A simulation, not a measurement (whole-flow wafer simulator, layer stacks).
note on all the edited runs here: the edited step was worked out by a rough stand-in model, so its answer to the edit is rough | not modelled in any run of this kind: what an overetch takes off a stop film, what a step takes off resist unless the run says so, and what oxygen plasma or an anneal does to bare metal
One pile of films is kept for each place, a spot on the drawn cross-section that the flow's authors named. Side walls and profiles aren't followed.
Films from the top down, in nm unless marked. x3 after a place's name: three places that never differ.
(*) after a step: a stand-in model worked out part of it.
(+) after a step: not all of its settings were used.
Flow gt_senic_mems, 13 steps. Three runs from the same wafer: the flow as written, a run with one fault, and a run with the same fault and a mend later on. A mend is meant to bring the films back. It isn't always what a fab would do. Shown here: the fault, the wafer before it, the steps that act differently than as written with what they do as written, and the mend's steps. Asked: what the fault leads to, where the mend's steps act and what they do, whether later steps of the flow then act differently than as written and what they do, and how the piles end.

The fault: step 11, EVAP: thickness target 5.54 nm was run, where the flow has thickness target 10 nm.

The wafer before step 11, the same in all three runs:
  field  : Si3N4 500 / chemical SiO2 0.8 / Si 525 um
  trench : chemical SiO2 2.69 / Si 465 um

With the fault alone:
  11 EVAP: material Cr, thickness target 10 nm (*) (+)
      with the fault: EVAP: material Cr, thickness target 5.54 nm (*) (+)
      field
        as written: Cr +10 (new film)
        with the fault: Cr +5.54 (new film)
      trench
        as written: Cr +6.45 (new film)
        with the fault: Cr +3.58 (new film)
  No later step of the flow acts differently than as written at any place that is followed.
  At the end the piles differ from the flow's by more than 2% or 0.5 nm, whichever is larger, at field, trench.
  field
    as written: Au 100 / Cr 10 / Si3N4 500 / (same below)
    with the fault: Au 100 / Cr 5.54 / Si3N4 500 / (same below)
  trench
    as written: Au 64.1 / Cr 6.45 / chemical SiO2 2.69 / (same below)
    with the fault: Au 64.1 / Cr 3.58 / chemical SiO2 2.69 / (same below)

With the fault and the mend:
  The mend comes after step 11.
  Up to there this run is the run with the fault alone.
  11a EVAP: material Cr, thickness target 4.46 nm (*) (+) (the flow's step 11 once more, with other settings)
      field
        Cr +4.46
      trench
        Cr +2.88
  No later step of the flow acts differently than as written at any place that is followed.
  At the end the piles differ from the flow's only slightly at the places that both follow, by at most 2% or 0.5 nm, whichever is larger.
